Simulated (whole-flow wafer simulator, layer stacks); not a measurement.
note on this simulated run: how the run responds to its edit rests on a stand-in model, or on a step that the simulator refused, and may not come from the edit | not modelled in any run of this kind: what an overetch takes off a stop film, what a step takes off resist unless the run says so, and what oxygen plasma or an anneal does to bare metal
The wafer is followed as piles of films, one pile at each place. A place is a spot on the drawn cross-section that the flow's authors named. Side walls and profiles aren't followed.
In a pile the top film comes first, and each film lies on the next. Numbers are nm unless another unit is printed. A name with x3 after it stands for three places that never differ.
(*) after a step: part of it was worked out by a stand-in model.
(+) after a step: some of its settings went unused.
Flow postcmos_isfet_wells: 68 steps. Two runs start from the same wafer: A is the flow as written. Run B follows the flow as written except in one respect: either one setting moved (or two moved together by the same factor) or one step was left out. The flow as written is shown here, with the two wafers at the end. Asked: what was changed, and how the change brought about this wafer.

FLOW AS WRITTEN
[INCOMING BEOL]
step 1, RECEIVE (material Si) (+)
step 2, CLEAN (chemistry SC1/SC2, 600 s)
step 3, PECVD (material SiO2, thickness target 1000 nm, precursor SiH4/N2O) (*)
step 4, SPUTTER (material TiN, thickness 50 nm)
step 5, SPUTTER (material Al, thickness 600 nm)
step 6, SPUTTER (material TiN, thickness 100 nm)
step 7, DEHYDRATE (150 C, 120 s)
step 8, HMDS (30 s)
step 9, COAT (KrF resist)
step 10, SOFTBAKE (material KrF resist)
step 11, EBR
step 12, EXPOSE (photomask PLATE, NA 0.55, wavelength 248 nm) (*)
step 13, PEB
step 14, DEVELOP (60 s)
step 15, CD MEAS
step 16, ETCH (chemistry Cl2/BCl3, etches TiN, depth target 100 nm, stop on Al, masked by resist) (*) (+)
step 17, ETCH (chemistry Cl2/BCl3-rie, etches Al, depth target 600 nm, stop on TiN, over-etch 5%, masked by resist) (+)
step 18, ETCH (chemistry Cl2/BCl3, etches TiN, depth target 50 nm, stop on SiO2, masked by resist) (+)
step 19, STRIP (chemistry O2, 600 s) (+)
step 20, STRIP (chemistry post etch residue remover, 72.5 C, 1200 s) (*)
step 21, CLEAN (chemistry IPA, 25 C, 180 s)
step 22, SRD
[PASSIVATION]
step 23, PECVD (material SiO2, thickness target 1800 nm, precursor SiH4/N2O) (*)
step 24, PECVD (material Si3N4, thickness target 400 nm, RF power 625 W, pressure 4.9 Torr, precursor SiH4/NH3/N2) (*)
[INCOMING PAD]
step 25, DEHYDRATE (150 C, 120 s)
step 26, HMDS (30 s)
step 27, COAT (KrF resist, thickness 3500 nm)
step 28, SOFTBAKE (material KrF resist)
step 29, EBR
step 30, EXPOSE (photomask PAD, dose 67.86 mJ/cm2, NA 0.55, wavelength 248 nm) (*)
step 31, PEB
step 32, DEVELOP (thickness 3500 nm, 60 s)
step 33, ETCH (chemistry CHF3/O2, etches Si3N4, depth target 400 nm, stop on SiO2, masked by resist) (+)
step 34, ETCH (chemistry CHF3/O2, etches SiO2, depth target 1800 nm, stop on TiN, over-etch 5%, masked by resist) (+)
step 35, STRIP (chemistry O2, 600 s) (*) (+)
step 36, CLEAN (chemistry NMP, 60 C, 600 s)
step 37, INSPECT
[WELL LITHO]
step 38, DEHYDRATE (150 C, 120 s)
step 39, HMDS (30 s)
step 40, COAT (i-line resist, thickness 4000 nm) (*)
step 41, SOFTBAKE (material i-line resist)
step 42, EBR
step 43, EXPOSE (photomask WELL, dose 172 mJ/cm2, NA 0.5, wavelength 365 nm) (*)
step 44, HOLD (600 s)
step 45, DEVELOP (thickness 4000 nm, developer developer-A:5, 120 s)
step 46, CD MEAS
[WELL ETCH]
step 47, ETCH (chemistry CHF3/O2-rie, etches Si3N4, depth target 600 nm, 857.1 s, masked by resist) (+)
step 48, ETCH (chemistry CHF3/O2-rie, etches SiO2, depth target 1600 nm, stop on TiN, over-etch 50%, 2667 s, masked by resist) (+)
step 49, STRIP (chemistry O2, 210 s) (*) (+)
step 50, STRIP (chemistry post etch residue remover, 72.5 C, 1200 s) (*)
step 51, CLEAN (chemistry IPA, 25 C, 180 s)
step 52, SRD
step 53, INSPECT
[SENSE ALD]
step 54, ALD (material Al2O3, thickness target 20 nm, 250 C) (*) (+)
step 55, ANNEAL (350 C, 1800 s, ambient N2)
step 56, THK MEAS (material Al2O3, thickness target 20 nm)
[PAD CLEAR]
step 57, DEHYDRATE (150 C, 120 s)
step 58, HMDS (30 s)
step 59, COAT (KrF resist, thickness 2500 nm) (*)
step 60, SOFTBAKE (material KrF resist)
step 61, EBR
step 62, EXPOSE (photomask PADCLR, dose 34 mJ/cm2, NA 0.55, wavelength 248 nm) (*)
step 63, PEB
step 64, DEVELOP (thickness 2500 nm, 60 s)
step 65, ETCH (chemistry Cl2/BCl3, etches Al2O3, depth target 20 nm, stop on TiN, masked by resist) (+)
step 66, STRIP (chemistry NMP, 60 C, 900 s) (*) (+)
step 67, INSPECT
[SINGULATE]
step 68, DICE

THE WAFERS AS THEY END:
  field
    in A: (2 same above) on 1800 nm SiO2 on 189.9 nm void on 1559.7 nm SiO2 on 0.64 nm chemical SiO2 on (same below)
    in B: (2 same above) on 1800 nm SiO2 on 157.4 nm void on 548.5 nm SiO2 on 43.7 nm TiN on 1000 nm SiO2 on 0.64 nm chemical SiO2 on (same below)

What caused this: step 17, ETCH: depth target 495 nm was run, though the flow has depth target 600 nm.

How this came from the change, step by step:
  step 17, ETCH (chemistry Cl2/BCl3-rie, etches Al, depth target 600 nm, stop on TiN, over-etch 5%, masked by resist) (+)
      field: A Al loses 600 (all of it) | B Al loses 495
      margin, well900, well1300 x3, pad_rim, pad_clr, pad_open: A KrF resist loses 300 | B KrF resist loses 247.5
  step 18, ETCH (chemistry Cl2/BCl3, etches TiN, depth target 50 nm, stop on SiO2, masked by resist) (+)
      field: A TiN loses 50 (all of it) | B Al loses 105 (all of it), TiN loses 5.9
  step 19, STRIP (chemistry O2, 600 s) (+)
      margin, well900, well1300 x3, pad_rim, pad_clr, pad_open: A KrF resist loses 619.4 (all of it) | B KrF resist loses 671.9 (all of it)
  step 23, PECVD (material SiO2, thickness target 1800 nm, precursor SiH4/N2O) (*)
      field: A SiO2 gains 1800 (new film), void gains 189.9 (new film), SiO2 gains 559.7 | B SiO2 gains 1800 (new film), void gains 157.4 (new film), SiO2 gains 548.5 (new film)
If metal films that touch count as one body, field has 1 body; the flow as written gives 0 bodies.
